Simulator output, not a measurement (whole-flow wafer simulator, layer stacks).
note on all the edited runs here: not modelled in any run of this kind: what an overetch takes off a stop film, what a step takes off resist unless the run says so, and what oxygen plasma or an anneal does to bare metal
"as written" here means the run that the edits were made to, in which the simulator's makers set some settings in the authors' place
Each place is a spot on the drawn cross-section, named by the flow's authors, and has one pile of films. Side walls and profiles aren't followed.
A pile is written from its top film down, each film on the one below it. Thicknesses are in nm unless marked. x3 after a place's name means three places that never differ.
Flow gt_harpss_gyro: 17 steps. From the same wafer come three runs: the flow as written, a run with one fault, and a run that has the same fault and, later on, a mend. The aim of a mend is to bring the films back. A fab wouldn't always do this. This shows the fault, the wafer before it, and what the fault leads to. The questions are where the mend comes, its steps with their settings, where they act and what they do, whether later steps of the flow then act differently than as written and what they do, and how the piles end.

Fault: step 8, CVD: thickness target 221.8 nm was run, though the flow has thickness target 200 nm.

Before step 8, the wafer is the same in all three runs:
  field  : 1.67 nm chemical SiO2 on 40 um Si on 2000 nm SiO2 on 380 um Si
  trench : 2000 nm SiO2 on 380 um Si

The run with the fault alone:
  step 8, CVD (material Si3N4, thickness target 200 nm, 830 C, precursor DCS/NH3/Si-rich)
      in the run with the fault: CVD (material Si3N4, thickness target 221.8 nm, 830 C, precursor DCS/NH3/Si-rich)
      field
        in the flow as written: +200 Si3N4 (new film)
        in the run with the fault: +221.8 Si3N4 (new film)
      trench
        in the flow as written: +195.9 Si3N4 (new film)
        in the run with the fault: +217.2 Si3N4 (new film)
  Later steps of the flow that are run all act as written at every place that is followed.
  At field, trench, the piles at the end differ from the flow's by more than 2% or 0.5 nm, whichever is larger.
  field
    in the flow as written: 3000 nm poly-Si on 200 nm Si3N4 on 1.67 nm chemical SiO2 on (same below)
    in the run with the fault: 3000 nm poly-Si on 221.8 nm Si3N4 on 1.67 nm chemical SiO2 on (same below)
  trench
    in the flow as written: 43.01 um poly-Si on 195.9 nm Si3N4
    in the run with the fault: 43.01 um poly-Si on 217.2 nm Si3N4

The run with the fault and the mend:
  The mend stands after step 8.
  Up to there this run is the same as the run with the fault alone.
  step 8a, ETCH (chemistry h3po4, depth target 21.88 nm)
      field, trench
        -21.9 Si3N4
  Later steps of the flow that are run all act as written at every place that is followed.
  At the end the piles are close to the flow's at the places that both follow, differing by at most 2% or 0.5 nm, whichever is larger.
